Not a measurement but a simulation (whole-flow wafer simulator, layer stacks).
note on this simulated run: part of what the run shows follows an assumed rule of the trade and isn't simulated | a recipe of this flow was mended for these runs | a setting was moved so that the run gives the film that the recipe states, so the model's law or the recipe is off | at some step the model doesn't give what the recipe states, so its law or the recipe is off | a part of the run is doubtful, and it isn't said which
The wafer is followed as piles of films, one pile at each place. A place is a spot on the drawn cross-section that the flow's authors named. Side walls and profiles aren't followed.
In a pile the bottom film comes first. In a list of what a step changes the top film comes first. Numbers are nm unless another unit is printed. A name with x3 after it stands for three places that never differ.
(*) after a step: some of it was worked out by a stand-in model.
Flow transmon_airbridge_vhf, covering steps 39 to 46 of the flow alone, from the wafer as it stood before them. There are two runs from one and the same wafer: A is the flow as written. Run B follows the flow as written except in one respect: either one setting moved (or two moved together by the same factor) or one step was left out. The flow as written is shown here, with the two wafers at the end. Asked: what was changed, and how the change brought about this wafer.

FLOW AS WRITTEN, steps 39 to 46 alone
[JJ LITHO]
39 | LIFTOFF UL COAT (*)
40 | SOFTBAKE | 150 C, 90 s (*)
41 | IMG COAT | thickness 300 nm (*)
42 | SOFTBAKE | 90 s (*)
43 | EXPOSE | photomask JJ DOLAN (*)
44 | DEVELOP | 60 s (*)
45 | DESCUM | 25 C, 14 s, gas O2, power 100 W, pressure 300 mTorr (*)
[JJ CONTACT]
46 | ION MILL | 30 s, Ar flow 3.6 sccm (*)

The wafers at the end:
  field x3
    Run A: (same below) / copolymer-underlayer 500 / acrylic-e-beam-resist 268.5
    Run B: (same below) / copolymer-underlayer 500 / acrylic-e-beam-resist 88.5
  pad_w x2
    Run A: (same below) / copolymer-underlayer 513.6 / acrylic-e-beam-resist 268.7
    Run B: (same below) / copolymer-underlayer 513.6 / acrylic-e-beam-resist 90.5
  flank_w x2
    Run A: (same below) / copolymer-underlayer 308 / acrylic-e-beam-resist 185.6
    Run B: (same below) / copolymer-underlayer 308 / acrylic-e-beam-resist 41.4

What caused this: step 41, IMG COAT: thickness 120 nm was run, while the flow as written has thickness 300 nm.

The path from the change to this, step by step:
  41 | IMG COAT | thickness 300 nm (*)
      field x3, jj_line, ground_far x3: A acrylic-e-beam-resist gains 300 (new film) | B acrylic-e-beam-resist gains 120 (new film)
      pad_w x2: A acrylic-e-beam-resist gains 300.2 (new film) | B acrylic-e-beam-resist gains 122 (new film)
      (and at 8 other places as well)
  44 | DEVELOP | 60 s (*)
      jj_line: A acrylic-e-beam-resist loses 300 (all of it), copolymer-underlayer loses 500 (all of it) | B acrylic-e-beam-resist loses 120 (all of it), copolymer-underlayer loses 500 (all of it)
